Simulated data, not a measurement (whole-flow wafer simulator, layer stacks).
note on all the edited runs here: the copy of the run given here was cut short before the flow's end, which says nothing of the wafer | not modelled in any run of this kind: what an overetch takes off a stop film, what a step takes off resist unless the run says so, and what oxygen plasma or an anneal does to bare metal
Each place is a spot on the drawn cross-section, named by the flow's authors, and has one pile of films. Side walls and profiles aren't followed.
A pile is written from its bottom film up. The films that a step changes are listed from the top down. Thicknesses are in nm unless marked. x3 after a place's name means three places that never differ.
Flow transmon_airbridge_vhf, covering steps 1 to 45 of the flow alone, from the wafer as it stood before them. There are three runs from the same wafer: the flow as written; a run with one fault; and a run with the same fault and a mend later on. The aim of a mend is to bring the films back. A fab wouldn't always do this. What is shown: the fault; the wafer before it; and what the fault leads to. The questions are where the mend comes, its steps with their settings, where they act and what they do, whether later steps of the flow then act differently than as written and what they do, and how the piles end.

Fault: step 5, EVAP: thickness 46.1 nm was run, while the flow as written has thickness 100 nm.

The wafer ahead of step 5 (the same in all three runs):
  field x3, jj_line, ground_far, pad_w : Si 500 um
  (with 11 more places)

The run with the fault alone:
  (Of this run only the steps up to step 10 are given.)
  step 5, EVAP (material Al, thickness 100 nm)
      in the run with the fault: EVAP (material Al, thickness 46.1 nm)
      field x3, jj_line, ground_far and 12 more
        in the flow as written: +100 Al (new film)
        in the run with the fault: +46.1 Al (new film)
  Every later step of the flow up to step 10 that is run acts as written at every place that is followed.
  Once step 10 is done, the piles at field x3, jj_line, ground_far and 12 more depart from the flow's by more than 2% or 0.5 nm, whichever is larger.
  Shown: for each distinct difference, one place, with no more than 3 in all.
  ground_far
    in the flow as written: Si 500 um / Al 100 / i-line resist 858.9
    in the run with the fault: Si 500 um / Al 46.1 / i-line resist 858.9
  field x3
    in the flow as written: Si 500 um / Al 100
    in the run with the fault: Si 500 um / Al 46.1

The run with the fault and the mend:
  The mend stands after step 5.
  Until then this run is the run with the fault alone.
  step 5a, EVAP (material Al, thickness 53.9 nm) (the flow's step 5, run once more with other settings)
      field x3, jj_line, ground_far and 12 more
        +53.9 Al
  Every later step of the flow that is run acts as written at every place that is followed.
  The piles end the same as the flow's at every place that both follow.
